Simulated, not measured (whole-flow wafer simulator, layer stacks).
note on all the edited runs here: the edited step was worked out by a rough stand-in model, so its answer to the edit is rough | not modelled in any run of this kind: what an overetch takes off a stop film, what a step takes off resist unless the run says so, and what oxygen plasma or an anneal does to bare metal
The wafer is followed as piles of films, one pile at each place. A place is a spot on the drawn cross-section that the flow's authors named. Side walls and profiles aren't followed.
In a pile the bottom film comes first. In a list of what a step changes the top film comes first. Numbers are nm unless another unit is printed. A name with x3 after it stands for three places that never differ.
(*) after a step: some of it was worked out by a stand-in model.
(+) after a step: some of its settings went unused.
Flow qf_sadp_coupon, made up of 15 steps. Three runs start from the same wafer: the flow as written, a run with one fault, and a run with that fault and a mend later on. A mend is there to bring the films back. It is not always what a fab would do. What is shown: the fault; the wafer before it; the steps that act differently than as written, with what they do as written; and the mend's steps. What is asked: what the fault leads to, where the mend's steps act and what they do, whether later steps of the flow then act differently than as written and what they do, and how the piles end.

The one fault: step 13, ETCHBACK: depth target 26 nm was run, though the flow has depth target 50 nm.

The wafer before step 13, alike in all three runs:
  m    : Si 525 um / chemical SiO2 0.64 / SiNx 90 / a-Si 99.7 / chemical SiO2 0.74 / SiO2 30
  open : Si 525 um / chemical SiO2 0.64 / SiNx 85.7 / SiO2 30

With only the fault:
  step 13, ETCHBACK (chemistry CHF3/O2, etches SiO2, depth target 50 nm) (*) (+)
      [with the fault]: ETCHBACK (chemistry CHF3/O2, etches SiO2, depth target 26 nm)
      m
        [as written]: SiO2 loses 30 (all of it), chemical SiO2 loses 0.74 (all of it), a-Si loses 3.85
        [with the fault]: SiO2 loses 26
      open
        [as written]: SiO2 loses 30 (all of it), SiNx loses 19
        [with the fault]: SiO2 loses 26
  Later steps of the flow acting differently than as written:
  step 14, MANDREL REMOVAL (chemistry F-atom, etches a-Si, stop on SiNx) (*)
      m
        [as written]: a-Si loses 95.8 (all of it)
        [with the fault]: nothing
  The piles end different from the flow's at m, open by more than 2% or 0.5 nm, whichever is larger.
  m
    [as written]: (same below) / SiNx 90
    [with the fault]: (same below) / SiNx 90 / a-Si 99.7 / chemical SiO2 0.74 / SiO2 4
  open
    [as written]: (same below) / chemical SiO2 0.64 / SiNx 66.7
    [with the fault]: (same below) / chemical SiO2 0.64 / SiNx 85.7 / SiO2 4

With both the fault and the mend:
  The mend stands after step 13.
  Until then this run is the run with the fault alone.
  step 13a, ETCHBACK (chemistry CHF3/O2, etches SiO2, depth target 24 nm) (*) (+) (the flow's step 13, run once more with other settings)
      m
        SiO2 loses 4 (all of it), chemical SiO2 loses 0.74 (all of it), a-Si loses 3.85
      open
        SiO2 loses 4 (all of it), SiNx loses 19
  Every later step of the flow that is run acts as written at every place that is followed.
  The piles end the same as the flow's at every place that both follow.
